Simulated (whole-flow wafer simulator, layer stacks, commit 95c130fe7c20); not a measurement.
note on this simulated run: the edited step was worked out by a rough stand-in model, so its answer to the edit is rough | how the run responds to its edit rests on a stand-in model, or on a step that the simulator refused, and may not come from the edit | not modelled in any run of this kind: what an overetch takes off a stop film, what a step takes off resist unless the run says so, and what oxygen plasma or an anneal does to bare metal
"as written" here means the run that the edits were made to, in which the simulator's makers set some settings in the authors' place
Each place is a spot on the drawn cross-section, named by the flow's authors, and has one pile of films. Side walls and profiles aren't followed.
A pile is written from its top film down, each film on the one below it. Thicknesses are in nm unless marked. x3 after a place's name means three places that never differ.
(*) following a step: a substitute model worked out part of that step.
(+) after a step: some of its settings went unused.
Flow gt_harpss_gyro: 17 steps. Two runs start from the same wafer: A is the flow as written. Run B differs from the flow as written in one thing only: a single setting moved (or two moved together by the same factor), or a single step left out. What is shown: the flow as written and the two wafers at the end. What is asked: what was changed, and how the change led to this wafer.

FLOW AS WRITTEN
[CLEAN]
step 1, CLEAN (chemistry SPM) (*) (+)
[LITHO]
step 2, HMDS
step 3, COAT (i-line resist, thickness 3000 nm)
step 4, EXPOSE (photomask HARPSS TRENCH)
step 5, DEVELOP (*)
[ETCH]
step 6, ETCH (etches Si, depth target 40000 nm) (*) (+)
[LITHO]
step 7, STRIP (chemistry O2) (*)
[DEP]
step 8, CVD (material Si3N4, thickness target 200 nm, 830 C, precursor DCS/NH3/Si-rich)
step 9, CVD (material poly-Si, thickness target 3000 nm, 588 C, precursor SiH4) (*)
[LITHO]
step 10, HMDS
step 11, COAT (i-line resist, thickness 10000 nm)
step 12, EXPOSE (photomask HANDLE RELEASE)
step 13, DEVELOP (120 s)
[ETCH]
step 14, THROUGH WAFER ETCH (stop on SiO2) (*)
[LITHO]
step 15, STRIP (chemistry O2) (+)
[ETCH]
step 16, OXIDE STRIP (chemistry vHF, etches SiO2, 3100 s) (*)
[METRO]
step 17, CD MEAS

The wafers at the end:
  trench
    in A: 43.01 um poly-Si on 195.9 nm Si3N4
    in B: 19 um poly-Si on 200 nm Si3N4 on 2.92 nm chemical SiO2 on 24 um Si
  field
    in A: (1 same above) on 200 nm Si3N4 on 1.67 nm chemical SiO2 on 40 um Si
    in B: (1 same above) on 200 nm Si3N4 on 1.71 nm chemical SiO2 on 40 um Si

The reason: step 6, ETCH: depth target 16000 nm was run, while the flow as written has depth target 40000 nm.

How this came from the change, step by step:
  step 6, ETCH (etches Si, depth target 40000 nm) (*) (+)
      trench: A -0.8 chemical SiO2 (all of it), -40 um Si (all of it) | B -0.8 chemical SiO2 (all of it), -16 um Si
      field: A -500 i-line resist | B -200 i-line resist
  step 7, STRIP (chemistry O2) (*)
      trench: A nothing | B +2.92 chemical SiO2 (new film), -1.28 Si
      field: A -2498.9 i-line resist (all of it), +0.87 chemical SiO2, -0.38 Si | B -2798.9 i-line resist (all of it), +0.91 chemical SiO2, -0.4 Si
  step 8, CVD (material Si3N4, thickness target 200 nm, 830 C, precursor DCS/NH3/Si-rich)
      trench: A +195.9 Si3N4 (new film) | B +200 Si3N4 (new film)
  step 9, CVD (material poly-Si, thickness target 3000 nm, 588 C, precursor SiH4) (*)
      trench: A +43.01 um poly-Si (new film) | B +19 um poly-Si (new film)
